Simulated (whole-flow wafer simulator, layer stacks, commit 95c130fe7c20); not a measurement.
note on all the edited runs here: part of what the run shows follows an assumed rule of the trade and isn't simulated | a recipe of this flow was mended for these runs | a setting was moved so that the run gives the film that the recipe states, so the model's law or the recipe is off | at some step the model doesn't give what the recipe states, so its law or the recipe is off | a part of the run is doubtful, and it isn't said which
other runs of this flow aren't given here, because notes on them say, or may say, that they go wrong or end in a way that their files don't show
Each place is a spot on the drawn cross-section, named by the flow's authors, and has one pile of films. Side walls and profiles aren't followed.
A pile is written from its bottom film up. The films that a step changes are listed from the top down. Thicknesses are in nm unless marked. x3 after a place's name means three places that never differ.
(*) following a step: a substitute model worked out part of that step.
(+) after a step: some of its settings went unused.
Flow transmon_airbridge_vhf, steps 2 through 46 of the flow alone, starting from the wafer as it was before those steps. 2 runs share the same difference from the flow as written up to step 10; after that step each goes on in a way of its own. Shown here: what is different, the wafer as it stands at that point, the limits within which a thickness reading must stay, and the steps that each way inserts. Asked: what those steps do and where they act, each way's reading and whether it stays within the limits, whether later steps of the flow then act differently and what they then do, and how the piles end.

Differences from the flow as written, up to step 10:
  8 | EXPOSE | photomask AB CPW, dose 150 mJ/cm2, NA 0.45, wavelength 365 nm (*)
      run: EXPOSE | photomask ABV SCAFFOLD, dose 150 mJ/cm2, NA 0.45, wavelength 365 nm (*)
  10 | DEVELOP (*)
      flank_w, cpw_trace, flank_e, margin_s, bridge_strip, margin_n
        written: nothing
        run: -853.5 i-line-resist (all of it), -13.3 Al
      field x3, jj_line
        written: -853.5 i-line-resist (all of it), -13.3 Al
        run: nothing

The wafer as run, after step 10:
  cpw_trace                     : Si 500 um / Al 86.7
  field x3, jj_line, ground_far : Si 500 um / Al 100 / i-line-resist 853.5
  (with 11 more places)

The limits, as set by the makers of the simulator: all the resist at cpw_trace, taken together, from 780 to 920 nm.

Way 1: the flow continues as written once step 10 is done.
  The reading taken after step 10 is 0 nm, which is outside the limits.
  Steps further on in the flow that do not act as written (3 other steps are not shown; they differ only slightly, by no more than 2% or 0.5 nm, whichever is larger):
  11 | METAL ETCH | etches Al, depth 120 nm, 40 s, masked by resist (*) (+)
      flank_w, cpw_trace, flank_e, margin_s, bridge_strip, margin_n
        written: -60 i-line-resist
        way: -86.7 Al (all of it), -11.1 Si
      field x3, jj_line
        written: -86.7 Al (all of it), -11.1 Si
        way: -60 i-line-resist
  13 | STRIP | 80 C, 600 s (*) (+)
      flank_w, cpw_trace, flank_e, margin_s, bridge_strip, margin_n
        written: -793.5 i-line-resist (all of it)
        way: nothing
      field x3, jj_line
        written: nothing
        way: -793.5 i-line-resist (all of it)
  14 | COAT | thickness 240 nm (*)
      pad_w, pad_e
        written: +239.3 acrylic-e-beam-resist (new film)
        way: +232.1 acrylic-e-beam-resist (new film)
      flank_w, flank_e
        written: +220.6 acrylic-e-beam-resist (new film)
        way: +264 acrylic-e-beam-resist (new film)
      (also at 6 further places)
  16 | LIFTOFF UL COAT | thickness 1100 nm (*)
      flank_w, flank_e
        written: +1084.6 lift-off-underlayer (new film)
        way: +1127.1 lift-off-underlayer (new film)
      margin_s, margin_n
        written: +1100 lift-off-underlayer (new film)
        way: +1132.9 lift-off-underlayer (new film)
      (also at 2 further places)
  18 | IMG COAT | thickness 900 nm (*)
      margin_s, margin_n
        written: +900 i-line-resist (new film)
        way: +927.6 i-line-resist (new film)
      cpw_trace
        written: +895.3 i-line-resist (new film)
        way: +926.2 i-line-resist (new film)
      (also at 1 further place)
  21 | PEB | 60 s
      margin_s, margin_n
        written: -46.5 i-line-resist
        way: -47.9 i-line-resist
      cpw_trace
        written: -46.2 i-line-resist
        way: -47.8 i-line-resist
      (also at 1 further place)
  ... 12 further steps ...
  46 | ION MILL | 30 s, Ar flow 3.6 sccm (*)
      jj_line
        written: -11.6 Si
        way: -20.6 Al
  At field x3, jj_line, flank_w and 7 more, the piles at the end differ from the flow's by more than 2% or 0.5 nm, whichever is larger.
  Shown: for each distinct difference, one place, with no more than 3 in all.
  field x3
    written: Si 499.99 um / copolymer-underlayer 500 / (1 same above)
    way: Si 500 um / Al 100 / copolymer-underlayer 500 / (1 same above)
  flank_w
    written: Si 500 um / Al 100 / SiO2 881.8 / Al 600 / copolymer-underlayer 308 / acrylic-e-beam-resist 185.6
    way: Si 499.99 um / SiO2 877.7 / Al 600 / copolymer-underlayer 336.8 / acrylic-e-beam-resist 202.5
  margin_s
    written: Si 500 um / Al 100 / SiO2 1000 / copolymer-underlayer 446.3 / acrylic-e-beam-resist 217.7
    way: Si 499.99 um / SiO2 1000 / copolymer-underlayer 454.6 / acrylic-e-beam-resist 224.5

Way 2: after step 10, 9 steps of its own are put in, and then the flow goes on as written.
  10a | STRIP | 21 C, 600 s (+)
      field x3, jj_line, ground_far, pad_w, pad_e, trace_open_s x2
        -853.5 i-line-resist (all of it)
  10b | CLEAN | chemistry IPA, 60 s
      does not change any film at any place that is followed
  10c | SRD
      does not change any film at any place that is followed
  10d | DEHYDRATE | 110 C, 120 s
      does not change any film at any place that is followed
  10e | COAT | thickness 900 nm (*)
      field x3, jj_line, trace_open_s x2
        +900 i-line-resist (new film)
      pad_w, pad_e
        +896.4 i-line-resist (new film)
      flank_w, flank_e
        +906.4 i-line-resist (new film)
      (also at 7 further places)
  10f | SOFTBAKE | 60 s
      flank_w, flank_e
        +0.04 i-line-resist
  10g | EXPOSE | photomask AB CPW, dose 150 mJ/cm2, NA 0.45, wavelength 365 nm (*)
      does not change any film at any place that is followed
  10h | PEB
      field x3, jj_line, trace_open_s x2
        -46.5 i-line-resist
      flank_w, flank_e, bridge_strip
        -46.8 i-line-resist
      gap_w, cpw_trace, gap_e
        -46.7 i-line-resist
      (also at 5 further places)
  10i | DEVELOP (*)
      field x3, jj_line
        -853.5 i-line-resist (all of it), -13.3 Al
      gap_w, gap_e
        -857.8 i-line-resist (all of it), -13.3 Al
      ground_far
        -0.03 i-line-resist
  The reading taken after step 10i is 857.2 nm, which is within the limits.
  Steps further on in the flow that do not act as written (20 other steps are not shown; they differ only slightly, by no more than 2% or 0.5 nm, whichever is larger):
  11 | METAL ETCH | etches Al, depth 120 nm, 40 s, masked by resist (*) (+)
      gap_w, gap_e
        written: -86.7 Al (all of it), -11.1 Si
        way: -73.3 Al (all of it), -15.6 Si
  At flank_w, cpw_trace, flank_e, margin_s, bridge_strip, margin_n, the piles at the end differ from the flow's by more than 2% or 0.5 nm, whichever is larger.
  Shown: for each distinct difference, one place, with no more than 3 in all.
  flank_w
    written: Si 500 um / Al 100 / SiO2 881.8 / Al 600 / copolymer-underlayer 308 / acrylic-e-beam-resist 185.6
    way: Si 500 um / Al 86.7 / SiO2 881.3 / Al 600 / copolymer-underlayer 309.8 / acrylic-e-beam-resist 187.5
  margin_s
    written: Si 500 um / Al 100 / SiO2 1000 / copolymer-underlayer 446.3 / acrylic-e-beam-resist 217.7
    way: Si 500 um / Al 86.7 / SiO2 1000 / copolymer-underlayer 447.3 / acrylic-e-beam-resist 218.5
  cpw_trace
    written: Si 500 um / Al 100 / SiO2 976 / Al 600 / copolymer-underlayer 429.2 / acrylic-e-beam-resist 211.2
    way: Si 500 um / Al 86.7 / SiO2 976 / Al 600 / copolymer-underlayer 430.2 / acrylic-e-beam-resist 211.9

Inside the limits: way 2. Outside the limits: way 1.
